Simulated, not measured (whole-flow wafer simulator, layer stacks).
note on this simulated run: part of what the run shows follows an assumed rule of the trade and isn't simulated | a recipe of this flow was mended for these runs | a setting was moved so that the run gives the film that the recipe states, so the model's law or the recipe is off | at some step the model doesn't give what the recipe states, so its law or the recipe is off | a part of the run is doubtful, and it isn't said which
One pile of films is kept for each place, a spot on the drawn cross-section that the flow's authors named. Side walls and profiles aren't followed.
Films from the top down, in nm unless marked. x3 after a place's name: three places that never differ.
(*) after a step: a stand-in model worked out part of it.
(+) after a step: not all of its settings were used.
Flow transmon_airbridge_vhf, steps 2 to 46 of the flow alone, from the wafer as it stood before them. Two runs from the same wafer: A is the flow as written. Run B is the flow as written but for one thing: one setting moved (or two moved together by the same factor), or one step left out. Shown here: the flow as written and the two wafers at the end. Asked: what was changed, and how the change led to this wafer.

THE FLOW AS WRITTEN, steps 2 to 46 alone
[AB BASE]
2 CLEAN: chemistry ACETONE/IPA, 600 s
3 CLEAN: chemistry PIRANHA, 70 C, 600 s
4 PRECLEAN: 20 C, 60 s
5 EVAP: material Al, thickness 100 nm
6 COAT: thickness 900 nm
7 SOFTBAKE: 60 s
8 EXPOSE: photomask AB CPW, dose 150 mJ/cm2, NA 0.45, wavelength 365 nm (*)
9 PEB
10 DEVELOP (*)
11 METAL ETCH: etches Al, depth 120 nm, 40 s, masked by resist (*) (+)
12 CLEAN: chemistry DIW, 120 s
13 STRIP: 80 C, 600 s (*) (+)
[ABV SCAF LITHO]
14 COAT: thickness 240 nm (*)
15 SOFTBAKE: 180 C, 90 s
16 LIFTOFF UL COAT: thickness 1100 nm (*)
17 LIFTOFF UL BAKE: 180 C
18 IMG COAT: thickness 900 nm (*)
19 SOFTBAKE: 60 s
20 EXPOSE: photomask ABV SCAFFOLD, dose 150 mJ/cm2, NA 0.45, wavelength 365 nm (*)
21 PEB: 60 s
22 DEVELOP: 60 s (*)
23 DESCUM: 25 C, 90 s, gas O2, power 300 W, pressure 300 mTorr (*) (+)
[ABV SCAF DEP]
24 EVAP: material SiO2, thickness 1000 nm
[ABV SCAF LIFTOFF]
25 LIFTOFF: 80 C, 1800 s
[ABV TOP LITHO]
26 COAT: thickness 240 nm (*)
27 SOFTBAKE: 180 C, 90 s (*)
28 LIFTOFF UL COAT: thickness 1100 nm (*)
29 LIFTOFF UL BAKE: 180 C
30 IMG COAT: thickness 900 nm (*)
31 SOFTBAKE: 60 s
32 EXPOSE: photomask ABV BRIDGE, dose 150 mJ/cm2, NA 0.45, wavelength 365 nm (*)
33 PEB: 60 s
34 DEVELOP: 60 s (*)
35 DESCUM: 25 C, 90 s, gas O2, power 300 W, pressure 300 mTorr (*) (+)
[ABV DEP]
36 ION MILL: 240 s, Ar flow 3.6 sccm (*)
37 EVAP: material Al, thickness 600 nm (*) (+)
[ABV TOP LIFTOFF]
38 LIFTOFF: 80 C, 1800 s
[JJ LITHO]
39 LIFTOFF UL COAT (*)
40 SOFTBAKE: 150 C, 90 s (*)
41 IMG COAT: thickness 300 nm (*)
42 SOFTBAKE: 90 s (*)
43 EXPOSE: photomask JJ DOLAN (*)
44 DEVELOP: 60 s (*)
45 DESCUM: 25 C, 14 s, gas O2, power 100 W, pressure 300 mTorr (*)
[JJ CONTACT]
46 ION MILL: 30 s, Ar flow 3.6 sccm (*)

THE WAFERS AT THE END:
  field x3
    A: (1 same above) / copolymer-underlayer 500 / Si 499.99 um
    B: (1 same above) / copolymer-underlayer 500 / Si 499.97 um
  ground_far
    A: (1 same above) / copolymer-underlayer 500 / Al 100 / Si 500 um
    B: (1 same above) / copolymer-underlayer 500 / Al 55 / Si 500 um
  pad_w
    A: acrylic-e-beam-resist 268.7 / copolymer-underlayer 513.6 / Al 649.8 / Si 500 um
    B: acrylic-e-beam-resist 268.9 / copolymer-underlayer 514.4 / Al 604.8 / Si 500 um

The cause: step 5, EVAP: thickness 55 nm was run, where the flow has thickness 100 nm.
It can be read off the wafer: ground_far has Al 55, and step 5 as written asks for 100 nm.

How the change led to this, step by step:
  5 EVAP: material Al, thickness 100 nm
      field x3, jj_line, ground_far and 12 more: A Al +100 (new film) | B Al +55 (new film)
  11 METAL ETCH: etches Al, depth 120 nm, 40 s, masked by resist (*) (+)
      field x3, jj_line, gap_w, gap_e: A Al -86.7 (all of it), Si -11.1 | B Al -41.7 (all of it), Si -26.1
  14 COAT: thickness 240 nm (*)
      flank_w, flank_e: A acrylic-e-beam-resist +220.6 (new film) | B acrylic-e-beam-resist +225.3 (new film)
  23 DESCUM: 25 C, 90 s, gas O2, power 300 W, pressure 300 mTorr (*) (+)
      flank_w, flank_e: A acrylic-e-beam-resist -220.6 (all of it) | B acrylic-e-beam-resist -225.3 (all of it)
  26 COAT: thickness 240 nm (*)
      flank_w, flank_e: A acrylic-e-beam-resist +155.2 (new film) | B acrylic-e-beam-resist +158.8 (new film)
  35 DESCUM: 25 C, 90 s, gas O2, power 300 W, pressure 300 mTorr (*) (+)
      flank_w, flank_e: A acrylic-e-beam-resist -155.2 (all of it) | B acrylic-e-beam-resist -158.8 (all of it)
  41 IMG COAT: thickness 300 nm (*)
      flank_w, flank_e: A acrylic-e-beam-resist +217.1 (new film) | B acrylic-e-beam-resist +221.7 (new film)
